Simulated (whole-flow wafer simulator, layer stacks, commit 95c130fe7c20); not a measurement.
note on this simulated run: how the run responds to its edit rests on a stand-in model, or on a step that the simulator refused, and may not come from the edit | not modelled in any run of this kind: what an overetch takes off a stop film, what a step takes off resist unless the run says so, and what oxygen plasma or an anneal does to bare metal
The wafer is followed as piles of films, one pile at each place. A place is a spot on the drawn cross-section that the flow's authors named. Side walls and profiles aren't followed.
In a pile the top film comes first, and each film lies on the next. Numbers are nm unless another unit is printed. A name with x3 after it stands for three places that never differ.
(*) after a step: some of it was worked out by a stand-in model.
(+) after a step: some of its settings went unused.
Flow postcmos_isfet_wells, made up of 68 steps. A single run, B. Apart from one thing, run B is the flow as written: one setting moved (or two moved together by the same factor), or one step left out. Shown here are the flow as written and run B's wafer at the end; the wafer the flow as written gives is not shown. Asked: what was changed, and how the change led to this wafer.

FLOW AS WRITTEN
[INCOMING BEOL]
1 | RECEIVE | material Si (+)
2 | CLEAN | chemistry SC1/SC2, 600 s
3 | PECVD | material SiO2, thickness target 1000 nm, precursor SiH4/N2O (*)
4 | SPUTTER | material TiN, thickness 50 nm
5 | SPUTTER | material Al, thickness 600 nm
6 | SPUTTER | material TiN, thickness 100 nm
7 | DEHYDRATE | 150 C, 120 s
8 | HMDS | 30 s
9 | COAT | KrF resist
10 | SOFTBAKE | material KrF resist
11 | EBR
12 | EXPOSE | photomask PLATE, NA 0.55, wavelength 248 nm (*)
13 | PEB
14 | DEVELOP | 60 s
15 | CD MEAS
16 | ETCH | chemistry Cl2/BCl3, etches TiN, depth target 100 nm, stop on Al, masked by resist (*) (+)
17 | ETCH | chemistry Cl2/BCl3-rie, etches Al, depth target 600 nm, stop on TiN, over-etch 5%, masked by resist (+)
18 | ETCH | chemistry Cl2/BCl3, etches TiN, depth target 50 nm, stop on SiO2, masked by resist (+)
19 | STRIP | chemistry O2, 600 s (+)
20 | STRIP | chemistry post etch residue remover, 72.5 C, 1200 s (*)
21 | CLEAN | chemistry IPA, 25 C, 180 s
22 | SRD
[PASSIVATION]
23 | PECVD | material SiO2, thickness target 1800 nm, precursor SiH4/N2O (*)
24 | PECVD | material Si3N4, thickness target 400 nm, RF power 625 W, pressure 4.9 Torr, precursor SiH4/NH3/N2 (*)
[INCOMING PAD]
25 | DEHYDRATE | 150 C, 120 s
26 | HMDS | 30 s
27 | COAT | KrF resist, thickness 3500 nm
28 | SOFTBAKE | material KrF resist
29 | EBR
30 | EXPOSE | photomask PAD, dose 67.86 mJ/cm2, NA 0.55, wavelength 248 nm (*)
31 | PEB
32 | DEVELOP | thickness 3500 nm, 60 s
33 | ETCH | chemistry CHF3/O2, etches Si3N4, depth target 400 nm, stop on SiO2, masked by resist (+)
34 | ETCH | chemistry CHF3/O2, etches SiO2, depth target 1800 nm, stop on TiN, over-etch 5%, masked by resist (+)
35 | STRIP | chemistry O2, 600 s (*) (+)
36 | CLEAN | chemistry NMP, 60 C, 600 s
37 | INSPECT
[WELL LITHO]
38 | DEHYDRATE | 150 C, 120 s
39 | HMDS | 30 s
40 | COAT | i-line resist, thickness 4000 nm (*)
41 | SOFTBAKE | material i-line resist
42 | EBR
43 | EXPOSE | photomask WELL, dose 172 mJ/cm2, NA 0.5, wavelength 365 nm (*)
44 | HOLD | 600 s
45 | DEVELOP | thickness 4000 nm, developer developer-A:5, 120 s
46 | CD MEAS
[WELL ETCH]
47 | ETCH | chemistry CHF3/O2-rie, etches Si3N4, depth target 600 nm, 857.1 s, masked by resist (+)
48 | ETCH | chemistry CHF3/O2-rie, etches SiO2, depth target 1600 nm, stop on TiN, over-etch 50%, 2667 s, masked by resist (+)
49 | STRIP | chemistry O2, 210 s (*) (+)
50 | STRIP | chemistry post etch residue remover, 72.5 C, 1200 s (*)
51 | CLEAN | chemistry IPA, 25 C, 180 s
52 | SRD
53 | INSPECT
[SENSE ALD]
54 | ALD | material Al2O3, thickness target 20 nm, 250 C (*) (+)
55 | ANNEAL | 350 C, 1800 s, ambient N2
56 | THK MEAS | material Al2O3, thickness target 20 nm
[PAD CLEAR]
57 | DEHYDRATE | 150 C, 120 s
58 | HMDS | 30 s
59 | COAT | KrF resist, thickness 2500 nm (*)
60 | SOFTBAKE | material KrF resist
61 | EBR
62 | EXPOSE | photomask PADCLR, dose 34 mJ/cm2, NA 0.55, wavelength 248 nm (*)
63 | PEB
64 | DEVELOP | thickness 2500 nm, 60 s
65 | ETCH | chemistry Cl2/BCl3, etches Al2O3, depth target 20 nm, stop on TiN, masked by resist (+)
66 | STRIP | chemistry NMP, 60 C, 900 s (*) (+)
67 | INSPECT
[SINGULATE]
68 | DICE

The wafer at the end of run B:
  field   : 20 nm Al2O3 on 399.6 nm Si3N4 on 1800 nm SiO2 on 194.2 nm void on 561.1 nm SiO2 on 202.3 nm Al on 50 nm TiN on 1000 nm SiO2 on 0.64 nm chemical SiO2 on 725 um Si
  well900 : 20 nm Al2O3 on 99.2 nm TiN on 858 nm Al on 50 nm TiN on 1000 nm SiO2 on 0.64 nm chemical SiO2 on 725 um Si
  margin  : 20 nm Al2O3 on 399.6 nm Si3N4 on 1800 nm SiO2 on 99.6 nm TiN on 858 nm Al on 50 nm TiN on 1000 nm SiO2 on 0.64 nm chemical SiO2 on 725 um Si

What caused this: step 5, SPUTTER: thickness 858 nm was run, while the flow as written has thickness 600 nm.
One can read it off the wafer: well900 has Al 858, and step 5 as written asks for 600 nm.

Step by step, how the change led to this:
  5 | SPUTTER | material Al, thickness 600 nm
      field, margin, well900, well1300 x3, pad_rim, pad_clr, pad_open: Al gains 858 (new film) (in the flow as written it would be: Al gains 600 (new film))
  17 | ETCH | chemistry Cl2/BCl3-rie, etches Al, depth target 600 nm, stop on TiN, over-etch 5%, masked by resist (+)
      field: Al loses 600 (in the flow as written it would be: Al loses 600 (all of it))
  18 | ETCH | chemistry Cl2/BCl3, etches TiN, depth target 50 nm, stop on SiO2, masked by resist (+)
      field: Al loses 50 (in the flow as written it would be: TiN loses 50 (all of it))
  20 | STRIP | chemistry post etch residue remover, 72.5 C, 1200 s (*)
      field: Al loses 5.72 (in the flow as written it would be: nothing)
  23 | PECVD | material SiO2, thickness target 1800 nm, precursor SiH4/N2O (*)
      field: SiO2 gains 1800 (new film), void gains 194.2 (new film), SiO2 gains 561.1 (new film) (in the flow as written it would be: SiO2 gains 1800 (new film), void gains 189.9 (new film), SiO2 gains 559.7)
Taking metal films that touch as one body, field has 1 body; the flow as written gives 0 bodies.
